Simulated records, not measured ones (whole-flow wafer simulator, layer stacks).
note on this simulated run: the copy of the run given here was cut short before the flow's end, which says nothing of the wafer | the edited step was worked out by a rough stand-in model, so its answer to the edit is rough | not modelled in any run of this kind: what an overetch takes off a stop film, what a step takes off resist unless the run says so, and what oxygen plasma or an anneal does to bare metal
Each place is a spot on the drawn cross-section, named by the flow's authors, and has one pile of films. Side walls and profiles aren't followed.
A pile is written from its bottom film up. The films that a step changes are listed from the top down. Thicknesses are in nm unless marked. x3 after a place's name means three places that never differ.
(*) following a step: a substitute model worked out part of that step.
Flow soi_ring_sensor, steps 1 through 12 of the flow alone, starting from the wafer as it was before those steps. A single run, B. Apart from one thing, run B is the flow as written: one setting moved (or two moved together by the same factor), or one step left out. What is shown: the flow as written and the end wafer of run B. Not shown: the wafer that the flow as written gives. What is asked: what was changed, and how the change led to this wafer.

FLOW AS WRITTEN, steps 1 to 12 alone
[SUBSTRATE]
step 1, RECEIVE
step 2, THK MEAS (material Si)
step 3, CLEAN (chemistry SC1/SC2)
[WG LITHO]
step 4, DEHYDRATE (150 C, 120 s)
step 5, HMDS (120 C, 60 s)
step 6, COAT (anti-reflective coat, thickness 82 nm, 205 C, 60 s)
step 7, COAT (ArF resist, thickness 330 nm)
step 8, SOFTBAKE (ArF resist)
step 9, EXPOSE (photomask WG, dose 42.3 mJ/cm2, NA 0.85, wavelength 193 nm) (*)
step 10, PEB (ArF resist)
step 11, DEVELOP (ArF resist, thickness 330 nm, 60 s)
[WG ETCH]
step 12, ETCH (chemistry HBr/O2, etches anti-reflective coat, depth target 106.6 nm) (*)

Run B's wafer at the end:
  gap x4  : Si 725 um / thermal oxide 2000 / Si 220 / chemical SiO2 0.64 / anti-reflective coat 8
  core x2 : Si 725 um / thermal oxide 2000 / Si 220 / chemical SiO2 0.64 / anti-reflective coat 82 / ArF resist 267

The reason: step 12, ETCH: depth target 74 nm was run, while the flow as written has depth target 106.6 nm.

The path from the change to this, step by step:
  step 12, ETCH (chemistry HBr/O2, etches anti-reflective coat, depth target 106.6 nm) (*)
      gap x4: anti-reflective coat loses 74 (as written it would have been: anti-reflective coat loses 82 (all of it), chemical SiO2 loses 0.64 (all of it))
      core x2: ArF resist loses 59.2 (as written it would have been: ArF resist loses 85.3)
